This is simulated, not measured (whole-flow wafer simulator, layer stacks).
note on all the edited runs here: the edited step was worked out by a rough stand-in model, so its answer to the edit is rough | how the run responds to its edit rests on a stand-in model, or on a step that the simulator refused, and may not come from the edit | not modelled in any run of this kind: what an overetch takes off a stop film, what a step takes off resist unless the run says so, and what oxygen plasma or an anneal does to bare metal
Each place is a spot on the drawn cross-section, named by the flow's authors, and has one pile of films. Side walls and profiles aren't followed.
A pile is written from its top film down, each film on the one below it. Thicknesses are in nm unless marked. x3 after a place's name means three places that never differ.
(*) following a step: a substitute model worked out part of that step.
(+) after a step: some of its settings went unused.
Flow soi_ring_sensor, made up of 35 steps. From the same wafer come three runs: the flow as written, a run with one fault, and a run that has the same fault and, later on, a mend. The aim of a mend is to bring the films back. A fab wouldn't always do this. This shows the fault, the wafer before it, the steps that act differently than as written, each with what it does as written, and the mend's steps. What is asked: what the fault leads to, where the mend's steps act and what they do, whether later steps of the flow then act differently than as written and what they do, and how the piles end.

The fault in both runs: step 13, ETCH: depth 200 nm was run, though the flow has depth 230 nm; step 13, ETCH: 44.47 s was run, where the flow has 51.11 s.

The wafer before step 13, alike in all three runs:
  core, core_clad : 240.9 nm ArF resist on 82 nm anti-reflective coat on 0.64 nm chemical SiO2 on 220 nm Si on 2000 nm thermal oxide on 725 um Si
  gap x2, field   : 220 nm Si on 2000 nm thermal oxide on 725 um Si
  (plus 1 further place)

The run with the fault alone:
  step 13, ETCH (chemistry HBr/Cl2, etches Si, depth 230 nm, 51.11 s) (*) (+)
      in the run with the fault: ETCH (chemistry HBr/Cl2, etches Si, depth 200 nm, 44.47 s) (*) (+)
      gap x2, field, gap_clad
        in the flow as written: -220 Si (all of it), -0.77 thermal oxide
        in the run with the fault: -200 Si
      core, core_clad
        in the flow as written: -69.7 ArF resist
        in the run with the fault: -60.6 ArF resist
  Steps later in the flow that act otherwise than as written:
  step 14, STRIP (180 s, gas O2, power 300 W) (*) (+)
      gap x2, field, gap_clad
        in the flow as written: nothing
        in the run with the fault: +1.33 chemical SiO2 (new film), -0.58 Si
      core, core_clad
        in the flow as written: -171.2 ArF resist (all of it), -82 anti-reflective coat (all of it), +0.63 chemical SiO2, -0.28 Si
        in the run with the fault: -180.2 ArF resist (all of it), -82 anti-reflective coat (all of it), +0.62 chemical SiO2, -0.27 Si
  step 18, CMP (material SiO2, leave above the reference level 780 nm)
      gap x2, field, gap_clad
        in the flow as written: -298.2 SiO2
        in the run with the fault: -319.7 SiO2
  By the end, the piles at field depart from the flow's by more than 2% or 0.5 nm, whichever is larger.
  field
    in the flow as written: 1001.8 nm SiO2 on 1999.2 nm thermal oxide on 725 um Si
    in the run with the fault: 980.3 nm SiO2 on 1.33 nm chemical SiO2 on 19.4 nm Si on 2000 nm thermal oxide on 725 um Si

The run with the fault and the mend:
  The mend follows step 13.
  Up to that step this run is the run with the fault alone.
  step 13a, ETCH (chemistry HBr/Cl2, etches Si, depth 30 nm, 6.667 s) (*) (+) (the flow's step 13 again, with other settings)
      gap x2, field, gap_clad
        -20 Si (all of it), -0.77 thermal oxide
      core, core_clad
        -9.09 ArF resist
  Later steps of the flow that are run all act as written at every place that is followed.
  By the end, the piles equal the flow's at every place that both follow.
